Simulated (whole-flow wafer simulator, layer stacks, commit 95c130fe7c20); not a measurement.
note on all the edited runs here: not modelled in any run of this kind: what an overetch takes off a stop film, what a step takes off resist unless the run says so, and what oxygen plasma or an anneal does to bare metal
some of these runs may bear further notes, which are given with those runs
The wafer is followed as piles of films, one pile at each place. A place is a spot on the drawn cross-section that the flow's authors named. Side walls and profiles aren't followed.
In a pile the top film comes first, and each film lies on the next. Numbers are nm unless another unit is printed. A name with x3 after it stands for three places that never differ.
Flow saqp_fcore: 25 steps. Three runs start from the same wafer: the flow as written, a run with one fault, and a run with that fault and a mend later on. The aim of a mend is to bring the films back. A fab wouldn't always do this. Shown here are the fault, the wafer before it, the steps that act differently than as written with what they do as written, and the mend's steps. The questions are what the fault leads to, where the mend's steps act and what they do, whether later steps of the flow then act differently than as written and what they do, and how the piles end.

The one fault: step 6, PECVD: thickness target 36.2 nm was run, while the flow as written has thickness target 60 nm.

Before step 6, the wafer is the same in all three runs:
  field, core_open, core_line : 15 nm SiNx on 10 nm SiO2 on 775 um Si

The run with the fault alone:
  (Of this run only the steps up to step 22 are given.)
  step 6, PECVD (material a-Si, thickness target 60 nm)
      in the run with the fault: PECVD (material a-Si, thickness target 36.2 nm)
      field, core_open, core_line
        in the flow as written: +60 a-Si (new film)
        in the run with the fault: +36.2 a-Si (new film)
  None of the later steps of the flow up to step 22 acts differently than as written at any place that is followed.
  The piles after step 22 differ from the flow's at field, core_open, core_line by more than 2% or 0.5 nm, whichever is larger.
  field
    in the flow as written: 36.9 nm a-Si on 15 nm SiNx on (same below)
    in the run with the fault: 13.1 nm a-Si on 15 nm SiNx on (same below)
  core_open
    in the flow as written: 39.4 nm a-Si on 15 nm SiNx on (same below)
    in the run with the fault: 15.6 nm a-Si on 15 nm SiNx on (same below)
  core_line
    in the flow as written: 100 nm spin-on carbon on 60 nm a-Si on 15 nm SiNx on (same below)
    in the run with the fault: 100 nm spin-on carbon on 36.2 nm a-Si on 15 nm SiNx on (same below)

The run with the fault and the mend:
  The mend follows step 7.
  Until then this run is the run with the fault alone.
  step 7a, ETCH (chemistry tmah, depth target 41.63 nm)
      field, core_open, core_line
        -36.2 a-Si (all of it)
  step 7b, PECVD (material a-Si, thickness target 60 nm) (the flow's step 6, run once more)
      field, core_open, core_line
        +60 a-Si (new film)
  None of the later steps of the flow acts differently than as written at any place that is followed.
  By the end, the piles equal the flow's at every place that both follow.
